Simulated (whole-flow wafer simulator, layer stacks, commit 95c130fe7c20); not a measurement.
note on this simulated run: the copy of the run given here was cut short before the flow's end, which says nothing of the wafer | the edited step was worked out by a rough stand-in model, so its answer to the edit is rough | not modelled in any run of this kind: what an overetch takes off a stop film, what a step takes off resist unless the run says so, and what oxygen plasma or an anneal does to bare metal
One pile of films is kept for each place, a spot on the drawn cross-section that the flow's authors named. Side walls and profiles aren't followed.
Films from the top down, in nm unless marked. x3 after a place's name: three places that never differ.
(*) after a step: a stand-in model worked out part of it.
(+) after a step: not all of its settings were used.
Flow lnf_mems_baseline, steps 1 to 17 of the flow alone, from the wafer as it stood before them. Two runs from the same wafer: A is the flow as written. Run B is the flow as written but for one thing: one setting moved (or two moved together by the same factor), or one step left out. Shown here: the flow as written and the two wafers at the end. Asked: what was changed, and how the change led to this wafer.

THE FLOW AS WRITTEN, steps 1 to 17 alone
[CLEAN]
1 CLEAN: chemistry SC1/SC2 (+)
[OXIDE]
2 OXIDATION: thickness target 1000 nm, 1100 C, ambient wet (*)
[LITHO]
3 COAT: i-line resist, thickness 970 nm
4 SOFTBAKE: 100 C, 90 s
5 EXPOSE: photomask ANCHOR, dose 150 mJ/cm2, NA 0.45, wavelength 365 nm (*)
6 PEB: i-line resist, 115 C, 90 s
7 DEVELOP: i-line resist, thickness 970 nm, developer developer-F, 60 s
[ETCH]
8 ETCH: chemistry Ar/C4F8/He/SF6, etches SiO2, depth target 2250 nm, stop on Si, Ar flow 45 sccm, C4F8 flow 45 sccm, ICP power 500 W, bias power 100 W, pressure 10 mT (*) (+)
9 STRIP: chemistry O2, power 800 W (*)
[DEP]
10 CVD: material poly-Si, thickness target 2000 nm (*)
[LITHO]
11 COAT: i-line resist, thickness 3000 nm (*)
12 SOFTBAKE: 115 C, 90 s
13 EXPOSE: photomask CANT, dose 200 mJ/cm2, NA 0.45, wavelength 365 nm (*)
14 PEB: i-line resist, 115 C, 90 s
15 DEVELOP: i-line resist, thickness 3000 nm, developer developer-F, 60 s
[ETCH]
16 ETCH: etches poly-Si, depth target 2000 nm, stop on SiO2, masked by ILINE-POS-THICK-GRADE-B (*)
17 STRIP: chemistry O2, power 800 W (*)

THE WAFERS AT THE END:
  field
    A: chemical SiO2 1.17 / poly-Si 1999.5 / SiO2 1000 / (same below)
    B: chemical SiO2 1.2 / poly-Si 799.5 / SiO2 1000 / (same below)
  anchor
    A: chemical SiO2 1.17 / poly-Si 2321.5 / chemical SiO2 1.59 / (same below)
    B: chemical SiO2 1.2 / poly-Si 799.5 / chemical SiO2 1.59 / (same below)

The cause: step 10, CVD: thickness target 800 nm was run, where the flow has thickness target 2000 nm.

How the change led to this, step by step:
  10 CVD: material poly-Si, thickness target 2000 nm (*)
      field, beam, trench, char_slit: A poly-Si +2000 (new film) | B poly-Si +800 (new film)
      anchor: A poly-Si +2322 (new film) | B poly-Si +800 (new film)
  11 COAT: i-line resist, thickness 3000 nm (*)
      anchor: A i-line resist +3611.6 (new film) | B i-line resist +3873.7 (new film)
  12 SOFTBAKE: 115 C, 90 s
      field: A i-line resist -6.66 | B i-line resist -12.9
      anchor: A i-line resist +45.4 | B i-line resist +86.2
      (and at 2 more places)
  14 PEB: i-line resist, 115 C, 90 s
      anchor: A i-line resist -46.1 | B i-line resist -51.6
  16 ETCH: etches poly-Si, depth target 2000 nm, stop on SiO2, masked by ILINE-POS-THICK-GRADE-B (*)
      field, anchor, beam: A i-line resist -25 | B i-line resist -15
      trench, char_slit: A poly-Si -2000 (all of it) | B poly-Si -800 (all of it)
  17 STRIP: chemistry O2, power 800 W (*)
      anchor: A chemical SiO2 +1.17 (new film), i-line resist -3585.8 (all of it), poly-Si -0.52 | B chemical SiO2 +1.2 (new film), i-line resist -3893.2 (all of it), poly-Si -0.53
